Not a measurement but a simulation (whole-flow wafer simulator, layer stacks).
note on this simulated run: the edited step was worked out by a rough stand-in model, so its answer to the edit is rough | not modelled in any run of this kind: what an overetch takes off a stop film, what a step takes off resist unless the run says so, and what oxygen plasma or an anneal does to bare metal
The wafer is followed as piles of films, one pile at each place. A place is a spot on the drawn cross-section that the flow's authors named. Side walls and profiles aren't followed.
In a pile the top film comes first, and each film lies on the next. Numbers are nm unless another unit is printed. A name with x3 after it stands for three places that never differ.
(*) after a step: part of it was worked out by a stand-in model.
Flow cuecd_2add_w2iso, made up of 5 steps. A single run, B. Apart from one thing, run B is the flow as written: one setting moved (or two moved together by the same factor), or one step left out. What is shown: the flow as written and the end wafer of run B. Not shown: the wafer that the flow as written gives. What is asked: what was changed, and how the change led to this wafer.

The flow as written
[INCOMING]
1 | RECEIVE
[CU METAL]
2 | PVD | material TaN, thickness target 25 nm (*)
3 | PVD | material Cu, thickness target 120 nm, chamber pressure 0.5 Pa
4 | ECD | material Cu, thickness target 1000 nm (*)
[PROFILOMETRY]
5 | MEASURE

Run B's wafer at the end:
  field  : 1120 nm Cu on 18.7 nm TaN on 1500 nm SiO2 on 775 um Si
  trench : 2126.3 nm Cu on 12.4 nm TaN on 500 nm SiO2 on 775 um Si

Cause: step 2, PVD: thickness target 18.7 nm was run, while the flow as written has thickness target 25 nm.
One can read it off the wafer: field has TaN 18.7, and step 2 as written asks for 25 nm.

The path from the change to this, step by step:
  2 | PVD | material TaN, thickness target 25 nm (*)
      field: +18.7 TaN (new film) (as written it would have been: +25 TaN (new film))
      trench: +12.4 TaN (new film) (as written it would have been: +16.6 TaN (new film))
